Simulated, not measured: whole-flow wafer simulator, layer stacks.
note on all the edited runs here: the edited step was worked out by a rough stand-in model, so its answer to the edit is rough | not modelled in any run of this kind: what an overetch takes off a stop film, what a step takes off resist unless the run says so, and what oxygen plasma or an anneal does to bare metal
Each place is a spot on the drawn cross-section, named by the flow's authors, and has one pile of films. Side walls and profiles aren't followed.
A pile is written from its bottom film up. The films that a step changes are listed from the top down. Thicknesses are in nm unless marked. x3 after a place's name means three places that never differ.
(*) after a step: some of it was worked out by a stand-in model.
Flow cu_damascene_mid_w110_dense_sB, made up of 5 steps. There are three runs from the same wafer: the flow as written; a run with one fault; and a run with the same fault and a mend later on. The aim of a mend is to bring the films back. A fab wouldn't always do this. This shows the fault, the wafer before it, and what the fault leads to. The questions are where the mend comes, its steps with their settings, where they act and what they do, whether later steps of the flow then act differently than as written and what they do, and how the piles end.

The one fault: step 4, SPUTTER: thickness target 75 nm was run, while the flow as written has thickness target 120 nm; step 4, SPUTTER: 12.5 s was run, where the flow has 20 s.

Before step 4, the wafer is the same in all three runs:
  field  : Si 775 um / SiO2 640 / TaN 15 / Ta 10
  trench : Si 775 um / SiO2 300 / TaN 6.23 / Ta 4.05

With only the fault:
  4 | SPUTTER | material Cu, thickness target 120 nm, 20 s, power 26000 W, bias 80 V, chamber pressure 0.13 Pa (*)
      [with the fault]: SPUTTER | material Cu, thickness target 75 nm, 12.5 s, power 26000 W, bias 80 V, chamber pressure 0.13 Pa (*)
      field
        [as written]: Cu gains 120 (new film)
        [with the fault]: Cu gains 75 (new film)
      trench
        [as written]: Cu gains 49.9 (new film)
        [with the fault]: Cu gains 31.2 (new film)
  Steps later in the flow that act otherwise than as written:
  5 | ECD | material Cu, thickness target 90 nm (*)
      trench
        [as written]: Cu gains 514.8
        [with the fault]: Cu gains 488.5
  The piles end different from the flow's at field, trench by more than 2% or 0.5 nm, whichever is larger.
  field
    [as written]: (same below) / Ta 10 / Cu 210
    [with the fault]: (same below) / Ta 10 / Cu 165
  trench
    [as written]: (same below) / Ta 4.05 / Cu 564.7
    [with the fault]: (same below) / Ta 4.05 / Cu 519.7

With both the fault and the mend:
  After step 4 comes the mend.
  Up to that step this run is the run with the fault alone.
  4a | SPUTTER | material Cu, thickness target 45 nm, 7.5 s, power 26000 W, bias 80 V, chamber pressure 0.13 Pa (*) (a further turn of the flow's step 4, with different settings)
      field
        Cu gains 45
      trench
        Cu gains 15
  Later steps of the flow that are run all act as written at every place that is followed, up to a difference of at most 2% or 0.5 nm, whichever is larger.
  By the end, the piles equal the flow's at every place that both follow.
